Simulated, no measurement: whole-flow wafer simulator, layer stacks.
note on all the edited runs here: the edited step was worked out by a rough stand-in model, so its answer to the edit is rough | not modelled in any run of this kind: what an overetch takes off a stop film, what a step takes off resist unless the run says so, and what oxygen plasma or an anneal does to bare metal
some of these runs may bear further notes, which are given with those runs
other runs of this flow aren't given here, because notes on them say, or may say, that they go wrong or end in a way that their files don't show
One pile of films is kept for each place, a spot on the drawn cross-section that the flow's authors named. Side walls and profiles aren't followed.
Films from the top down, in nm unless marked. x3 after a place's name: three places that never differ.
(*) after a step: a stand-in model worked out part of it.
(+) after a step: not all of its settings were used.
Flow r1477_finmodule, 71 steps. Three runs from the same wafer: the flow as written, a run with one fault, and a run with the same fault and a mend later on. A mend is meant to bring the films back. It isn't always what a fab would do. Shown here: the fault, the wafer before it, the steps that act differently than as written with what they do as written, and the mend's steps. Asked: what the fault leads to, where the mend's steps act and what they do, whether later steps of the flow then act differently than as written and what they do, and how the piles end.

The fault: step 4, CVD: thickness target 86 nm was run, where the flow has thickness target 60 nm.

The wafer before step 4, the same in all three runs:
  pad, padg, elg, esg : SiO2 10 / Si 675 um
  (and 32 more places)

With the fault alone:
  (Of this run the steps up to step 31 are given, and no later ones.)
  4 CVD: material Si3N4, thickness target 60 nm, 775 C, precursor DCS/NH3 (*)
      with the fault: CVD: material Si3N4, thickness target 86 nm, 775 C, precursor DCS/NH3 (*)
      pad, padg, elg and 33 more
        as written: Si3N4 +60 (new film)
        with the fault: Si3N4 +86 (new film)
  Later steps of the flow that act differently than as written:
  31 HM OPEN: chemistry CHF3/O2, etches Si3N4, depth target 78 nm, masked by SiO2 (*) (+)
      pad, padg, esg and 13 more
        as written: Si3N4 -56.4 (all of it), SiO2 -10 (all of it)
        with the fault: Si3N4 -78
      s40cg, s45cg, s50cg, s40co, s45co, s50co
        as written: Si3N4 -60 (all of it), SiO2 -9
        with the fault: Si3N4 -78
  After step 31 the piles differ from the flow's by more than 2% or 0.5 nm, whichever is larger, at pad, padg, elg and 33 more.
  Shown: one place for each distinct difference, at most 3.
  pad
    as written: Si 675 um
    with the fault: Si3N4 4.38 / SiO2 10 / Si 675 um
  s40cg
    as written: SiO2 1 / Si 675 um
    with the fault: Si3N4 8 / SiO2 10 / Si 675 um
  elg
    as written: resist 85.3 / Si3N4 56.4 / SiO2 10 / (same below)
    with the fault: resist 85.3 / Si3N4 82.4 / SiO2 10 / (same below)

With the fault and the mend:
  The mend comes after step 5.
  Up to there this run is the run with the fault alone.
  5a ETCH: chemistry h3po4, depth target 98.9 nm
      pad, padg, elg and 33 more
        Si3N4 -86 (all of it)
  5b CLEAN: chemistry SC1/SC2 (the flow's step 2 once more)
      changes no film at any place that is followed
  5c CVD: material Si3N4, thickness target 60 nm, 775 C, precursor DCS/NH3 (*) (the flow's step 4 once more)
      pad, padg, elg and 33 more
        Si3N4 +60 (new film)
  No later step of the flow acts differently than as written at any place that is followed.
  At the end the piles are the same as the flow's at every place that both follow.
